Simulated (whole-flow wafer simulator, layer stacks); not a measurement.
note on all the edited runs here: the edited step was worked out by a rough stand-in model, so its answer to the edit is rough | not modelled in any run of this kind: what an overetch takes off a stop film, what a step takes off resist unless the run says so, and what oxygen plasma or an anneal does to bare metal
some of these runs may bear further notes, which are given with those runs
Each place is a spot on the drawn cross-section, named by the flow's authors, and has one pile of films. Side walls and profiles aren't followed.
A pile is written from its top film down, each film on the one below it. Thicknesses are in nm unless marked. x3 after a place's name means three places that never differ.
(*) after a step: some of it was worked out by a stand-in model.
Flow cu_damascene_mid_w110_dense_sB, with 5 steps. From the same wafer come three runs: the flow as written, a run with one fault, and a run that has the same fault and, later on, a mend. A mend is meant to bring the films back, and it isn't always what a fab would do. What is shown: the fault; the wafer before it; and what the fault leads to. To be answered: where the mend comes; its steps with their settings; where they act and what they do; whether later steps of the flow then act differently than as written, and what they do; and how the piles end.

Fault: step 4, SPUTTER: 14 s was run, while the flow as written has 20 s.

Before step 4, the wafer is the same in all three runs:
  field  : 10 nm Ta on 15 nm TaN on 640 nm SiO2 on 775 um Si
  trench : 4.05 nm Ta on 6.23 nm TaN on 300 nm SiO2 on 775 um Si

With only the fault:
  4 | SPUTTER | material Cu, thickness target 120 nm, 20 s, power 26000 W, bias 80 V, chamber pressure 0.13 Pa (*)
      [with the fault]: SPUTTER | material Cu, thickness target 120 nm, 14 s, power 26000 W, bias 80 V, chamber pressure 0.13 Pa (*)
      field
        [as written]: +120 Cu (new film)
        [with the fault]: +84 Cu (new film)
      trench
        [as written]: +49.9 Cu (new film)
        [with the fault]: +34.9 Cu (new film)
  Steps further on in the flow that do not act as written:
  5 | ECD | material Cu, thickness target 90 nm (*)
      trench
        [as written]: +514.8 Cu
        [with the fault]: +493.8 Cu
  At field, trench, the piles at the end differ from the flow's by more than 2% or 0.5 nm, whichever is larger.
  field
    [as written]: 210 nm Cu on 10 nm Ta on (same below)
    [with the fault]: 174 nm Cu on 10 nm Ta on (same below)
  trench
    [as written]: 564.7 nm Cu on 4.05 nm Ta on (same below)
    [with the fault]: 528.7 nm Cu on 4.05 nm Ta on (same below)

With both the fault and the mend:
  The mend follows step 4.
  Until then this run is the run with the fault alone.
  4a | SPUTTER | material Cu, thickness target 120 nm, 6 s, power 26000 W, bias 80 V, chamber pressure 0.13 Pa (*) (the flow's step 4, run once more with other settings)
      field
        +36 Cu
      trench
        +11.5 Cu
  None of the later steps of the flow differs from how it acts as written, at any place that is followed, by more than 2% or 0.5 nm, whichever is larger.
  The piles end the same as the flow's at every place that both follow.
